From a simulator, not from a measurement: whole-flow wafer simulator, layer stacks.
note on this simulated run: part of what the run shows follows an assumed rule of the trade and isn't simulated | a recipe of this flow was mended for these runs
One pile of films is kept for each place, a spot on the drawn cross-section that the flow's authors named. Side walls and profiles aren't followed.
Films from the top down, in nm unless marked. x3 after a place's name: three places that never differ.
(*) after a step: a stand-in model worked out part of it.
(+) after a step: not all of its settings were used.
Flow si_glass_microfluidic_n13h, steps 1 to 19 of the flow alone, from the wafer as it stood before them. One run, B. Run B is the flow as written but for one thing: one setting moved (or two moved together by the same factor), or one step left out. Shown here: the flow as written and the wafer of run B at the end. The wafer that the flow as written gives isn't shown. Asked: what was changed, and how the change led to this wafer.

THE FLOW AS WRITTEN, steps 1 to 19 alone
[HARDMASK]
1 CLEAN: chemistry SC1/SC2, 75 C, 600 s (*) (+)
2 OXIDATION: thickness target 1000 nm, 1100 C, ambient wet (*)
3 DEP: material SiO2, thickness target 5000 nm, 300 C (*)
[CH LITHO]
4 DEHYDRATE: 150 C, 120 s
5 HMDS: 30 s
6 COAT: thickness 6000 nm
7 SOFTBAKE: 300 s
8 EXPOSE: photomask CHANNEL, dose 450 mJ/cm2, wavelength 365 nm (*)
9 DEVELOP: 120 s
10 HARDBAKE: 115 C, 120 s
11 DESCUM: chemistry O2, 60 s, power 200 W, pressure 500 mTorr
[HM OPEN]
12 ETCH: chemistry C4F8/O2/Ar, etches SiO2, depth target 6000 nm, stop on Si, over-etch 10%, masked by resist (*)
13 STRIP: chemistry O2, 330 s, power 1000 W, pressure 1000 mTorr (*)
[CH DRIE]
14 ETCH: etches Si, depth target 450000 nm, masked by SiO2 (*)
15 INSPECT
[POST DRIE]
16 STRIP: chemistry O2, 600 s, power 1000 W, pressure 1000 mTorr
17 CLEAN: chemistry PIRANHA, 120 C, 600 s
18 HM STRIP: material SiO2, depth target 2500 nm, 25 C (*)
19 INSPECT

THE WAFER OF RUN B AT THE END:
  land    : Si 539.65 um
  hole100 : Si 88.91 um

The cause: step 2, OXIDATION: thickness target 784 nm was run, where the flow has thickness target 1000 nm.

How the change led to this, step by step:
  2 OXIDATION: thickness target 1000 nm, 1100 C, ambient wet (*)
      land, hole100: SiO2 +784 (new film), chemical SiO2 -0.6 (all of it), Si -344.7 (as written it would be: SiO2 +1000 (new film), chemical SiO2 -0.6 (all of it), Si -439.7)
  12 ETCH: chemistry C4F8/O2/Ar, etches SiO2, depth target 6000 nm, stop on Si, over-etch 10%, masked by resist (*)
      land: thick-i-line-resist -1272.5 (as written it would be: thick-i-line-resist -1320)
      hole100: SiO2 -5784 (all of it), Si -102 (as written it would be: SiO2 -6000 (all of it), Si -75)
  18 HM STRIP: material SiO2, depth target 2500 nm, 25 C (*)
      land: SiO2 -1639 (all of it) (as written it would be: SiO2 -1854.4 (all of it))
